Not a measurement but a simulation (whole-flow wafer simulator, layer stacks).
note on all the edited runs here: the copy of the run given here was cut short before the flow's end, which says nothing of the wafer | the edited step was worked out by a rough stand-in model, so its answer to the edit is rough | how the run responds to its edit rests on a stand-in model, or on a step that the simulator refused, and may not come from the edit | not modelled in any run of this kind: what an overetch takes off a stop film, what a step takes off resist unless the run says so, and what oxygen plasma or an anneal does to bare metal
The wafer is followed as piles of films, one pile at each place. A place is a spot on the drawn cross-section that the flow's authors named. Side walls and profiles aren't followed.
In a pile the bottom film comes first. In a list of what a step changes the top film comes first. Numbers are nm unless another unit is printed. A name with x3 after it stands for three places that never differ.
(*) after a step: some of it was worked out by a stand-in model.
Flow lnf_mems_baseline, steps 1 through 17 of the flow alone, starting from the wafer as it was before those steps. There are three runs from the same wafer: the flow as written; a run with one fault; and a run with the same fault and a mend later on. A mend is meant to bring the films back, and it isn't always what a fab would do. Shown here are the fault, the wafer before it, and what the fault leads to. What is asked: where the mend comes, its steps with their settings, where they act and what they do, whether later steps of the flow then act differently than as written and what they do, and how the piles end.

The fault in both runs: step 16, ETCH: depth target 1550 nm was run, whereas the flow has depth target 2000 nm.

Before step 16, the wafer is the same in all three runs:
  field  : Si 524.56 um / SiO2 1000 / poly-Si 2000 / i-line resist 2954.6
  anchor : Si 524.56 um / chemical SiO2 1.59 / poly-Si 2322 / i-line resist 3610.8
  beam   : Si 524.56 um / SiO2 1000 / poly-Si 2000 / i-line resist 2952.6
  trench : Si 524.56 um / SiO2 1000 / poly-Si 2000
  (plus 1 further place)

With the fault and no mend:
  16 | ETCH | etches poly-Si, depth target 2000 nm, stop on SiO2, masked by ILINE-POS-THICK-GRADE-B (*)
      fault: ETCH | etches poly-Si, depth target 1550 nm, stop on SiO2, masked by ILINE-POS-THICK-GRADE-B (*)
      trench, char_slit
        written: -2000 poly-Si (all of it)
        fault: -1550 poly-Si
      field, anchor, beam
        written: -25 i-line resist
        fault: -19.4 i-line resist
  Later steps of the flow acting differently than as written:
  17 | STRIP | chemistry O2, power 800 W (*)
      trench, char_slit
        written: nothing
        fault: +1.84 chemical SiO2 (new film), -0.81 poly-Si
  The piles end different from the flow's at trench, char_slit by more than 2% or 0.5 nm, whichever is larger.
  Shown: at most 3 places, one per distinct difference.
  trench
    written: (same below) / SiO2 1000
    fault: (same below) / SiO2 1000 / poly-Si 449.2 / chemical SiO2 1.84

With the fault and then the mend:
  The mend follows step 16.
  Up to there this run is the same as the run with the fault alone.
  16a | ETCH | etches poly-Si, depth target 450 nm, stop on SiO2, masked by ILINE-POS-THICK-GRADE-B (*) (the flow's step 16 again, with other settings)
      field, anchor, beam
        -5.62 i-line resist
      trench, char_slit
        -450 poly-Si (all of it)
  Later steps of the flow that are run all act as written at every place that is followed.
  The piles end the same as the flow's at every place that both follow.
